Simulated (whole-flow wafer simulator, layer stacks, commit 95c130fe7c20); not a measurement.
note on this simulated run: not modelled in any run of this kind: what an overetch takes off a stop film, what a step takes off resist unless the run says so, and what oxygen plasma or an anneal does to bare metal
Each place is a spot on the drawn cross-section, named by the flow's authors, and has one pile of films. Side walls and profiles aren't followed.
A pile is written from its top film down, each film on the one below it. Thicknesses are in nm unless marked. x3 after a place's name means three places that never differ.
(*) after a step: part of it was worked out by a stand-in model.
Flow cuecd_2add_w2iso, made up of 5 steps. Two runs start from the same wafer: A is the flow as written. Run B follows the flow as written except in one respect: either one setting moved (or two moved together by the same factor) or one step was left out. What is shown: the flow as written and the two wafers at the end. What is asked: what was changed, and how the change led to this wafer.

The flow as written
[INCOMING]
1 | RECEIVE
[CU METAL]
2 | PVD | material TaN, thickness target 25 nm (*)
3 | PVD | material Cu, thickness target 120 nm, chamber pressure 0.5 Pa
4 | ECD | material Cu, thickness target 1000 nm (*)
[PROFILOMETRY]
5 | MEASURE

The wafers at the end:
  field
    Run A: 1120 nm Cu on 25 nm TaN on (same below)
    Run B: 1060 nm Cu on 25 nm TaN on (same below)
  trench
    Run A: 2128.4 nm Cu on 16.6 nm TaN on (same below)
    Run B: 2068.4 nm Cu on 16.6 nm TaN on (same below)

What caused this: step 3, PVD: thickness target 60 nm was run, whereas the flow has thickness target 120 nm.

Step by step, how the change led to this:
  3 | PVD | material Cu, thickness target 120 nm, chamber pressure 0.5 Pa
      field: A Cu gains 120 (new film) | B Cu gains 60 (new film)
      trench: A Cu gains 80.8 (new film) | B Cu gains 40.6 (new film)
